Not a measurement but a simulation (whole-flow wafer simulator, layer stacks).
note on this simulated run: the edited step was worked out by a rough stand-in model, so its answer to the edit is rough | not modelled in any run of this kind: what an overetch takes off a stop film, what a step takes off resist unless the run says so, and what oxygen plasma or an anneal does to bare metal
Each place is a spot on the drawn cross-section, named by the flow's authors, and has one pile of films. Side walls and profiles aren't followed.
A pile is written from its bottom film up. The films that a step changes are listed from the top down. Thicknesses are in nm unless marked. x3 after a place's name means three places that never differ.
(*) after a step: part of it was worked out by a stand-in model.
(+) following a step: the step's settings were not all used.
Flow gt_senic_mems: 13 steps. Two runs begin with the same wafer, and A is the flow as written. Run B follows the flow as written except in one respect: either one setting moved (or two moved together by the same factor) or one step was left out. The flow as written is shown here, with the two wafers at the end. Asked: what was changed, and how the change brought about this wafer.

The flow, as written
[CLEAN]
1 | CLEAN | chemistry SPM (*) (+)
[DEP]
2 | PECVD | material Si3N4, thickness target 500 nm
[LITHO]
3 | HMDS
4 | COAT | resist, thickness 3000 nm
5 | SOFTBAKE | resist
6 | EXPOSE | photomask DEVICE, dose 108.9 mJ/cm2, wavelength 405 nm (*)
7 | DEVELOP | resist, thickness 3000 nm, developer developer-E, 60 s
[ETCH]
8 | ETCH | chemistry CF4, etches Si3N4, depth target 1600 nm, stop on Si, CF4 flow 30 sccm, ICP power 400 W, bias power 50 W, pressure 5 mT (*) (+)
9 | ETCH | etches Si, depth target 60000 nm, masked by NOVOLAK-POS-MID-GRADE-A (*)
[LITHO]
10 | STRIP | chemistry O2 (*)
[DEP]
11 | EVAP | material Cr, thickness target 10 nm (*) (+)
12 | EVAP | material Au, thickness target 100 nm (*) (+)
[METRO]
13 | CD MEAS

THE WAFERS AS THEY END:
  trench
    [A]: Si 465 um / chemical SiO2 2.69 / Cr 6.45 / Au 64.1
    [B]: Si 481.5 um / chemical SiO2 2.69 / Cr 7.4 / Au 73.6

The reason: step 9, ETCH: depth target 43500 nm was run, though the flow has depth target 60000 nm.

Step by step, how the change led to this:
  9 | ETCH | etches Si, depth target 60000 nm, masked by NOVOLAK-POS-MID-GRADE-A (*)
      field: A resist loses 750 | B resist loses 543.8
      trench: A Si loses 60 um | B Si loses 43.5 um
  10 | STRIP | chemistry O2 (*)
      field: A resist loses 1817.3 (all of it) | B resist loses 2023.6 (all of it)
  11 | EVAP | material Cr, thickness target 10 nm (*) (+)
      trench: A Cr gains 6.45 (new film) | B Cr gains 7.4 (new film)
  12 | EVAP | material Au, thickness target 100 nm (*) (+)
      trench: A Au gains 64.1 (new film) | B Au gains 73.6 (new film)
